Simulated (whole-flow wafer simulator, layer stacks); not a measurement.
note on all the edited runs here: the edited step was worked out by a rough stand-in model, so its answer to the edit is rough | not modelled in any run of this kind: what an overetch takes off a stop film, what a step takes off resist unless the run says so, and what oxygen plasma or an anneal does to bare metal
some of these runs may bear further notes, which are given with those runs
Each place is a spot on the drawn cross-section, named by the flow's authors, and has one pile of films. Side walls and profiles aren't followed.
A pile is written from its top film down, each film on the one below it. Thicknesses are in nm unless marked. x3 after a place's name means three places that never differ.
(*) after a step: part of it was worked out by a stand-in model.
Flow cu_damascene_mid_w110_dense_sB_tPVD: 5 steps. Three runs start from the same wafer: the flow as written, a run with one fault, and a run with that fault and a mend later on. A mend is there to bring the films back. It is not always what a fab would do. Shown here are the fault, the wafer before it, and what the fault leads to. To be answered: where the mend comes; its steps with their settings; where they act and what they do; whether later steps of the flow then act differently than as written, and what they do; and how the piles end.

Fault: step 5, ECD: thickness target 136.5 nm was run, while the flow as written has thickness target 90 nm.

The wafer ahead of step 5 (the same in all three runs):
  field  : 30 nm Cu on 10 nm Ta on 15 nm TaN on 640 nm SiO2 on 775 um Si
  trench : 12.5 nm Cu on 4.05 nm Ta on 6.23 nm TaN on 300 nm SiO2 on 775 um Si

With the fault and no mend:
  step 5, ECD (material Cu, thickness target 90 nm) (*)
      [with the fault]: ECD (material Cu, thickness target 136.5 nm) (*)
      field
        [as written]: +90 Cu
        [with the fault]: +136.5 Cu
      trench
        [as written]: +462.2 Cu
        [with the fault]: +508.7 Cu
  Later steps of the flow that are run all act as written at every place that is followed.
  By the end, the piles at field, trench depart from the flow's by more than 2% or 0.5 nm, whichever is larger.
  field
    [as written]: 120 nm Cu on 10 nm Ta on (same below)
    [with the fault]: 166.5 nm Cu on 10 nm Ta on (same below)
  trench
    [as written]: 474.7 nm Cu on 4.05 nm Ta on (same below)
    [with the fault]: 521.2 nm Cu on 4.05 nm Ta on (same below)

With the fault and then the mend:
  The mend follows step 5.
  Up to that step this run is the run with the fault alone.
  step 5a, ETCH (chemistry cu recess dil, depth target 46.5 nm)
      field, trench
        -46.5 Cu
  Later steps of the flow that are run all act as written at every place that is followed.
  At every place that both follow, the piles at the end match the flow's.
